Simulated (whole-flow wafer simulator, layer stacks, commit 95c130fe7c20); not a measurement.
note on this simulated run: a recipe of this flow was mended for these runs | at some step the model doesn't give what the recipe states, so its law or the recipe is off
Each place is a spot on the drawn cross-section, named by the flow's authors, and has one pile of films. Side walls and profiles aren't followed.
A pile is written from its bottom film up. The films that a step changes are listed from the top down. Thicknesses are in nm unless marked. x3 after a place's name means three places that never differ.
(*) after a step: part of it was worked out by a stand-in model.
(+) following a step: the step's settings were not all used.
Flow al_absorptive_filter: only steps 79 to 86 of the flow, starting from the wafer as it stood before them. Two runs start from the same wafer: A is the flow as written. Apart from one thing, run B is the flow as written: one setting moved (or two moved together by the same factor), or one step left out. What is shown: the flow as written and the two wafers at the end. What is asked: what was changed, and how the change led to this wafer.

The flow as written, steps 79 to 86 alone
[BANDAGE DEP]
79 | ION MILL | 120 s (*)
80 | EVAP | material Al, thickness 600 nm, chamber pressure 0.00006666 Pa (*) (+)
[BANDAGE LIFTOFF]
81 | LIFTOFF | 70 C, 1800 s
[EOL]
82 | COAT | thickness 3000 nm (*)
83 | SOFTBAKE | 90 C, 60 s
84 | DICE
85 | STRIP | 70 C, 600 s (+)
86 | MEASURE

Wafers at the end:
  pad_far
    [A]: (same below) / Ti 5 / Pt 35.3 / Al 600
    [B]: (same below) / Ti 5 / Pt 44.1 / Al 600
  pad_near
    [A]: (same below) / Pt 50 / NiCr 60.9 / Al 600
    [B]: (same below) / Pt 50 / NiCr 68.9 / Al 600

The reason: step 79, ION MILL: 48 s was run, whereas the flow has 120 s.

The path from the change to this, step by step:
  79 | ION MILL | 120 s (*)
      gnd, ledge, res and 9 more: A i-line-resist loses 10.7 | B i-line-resist loses 4.26
      pad_far: A Pt loses 14.7 | B Pt loses 5.86
      (as well as at 1 more place)
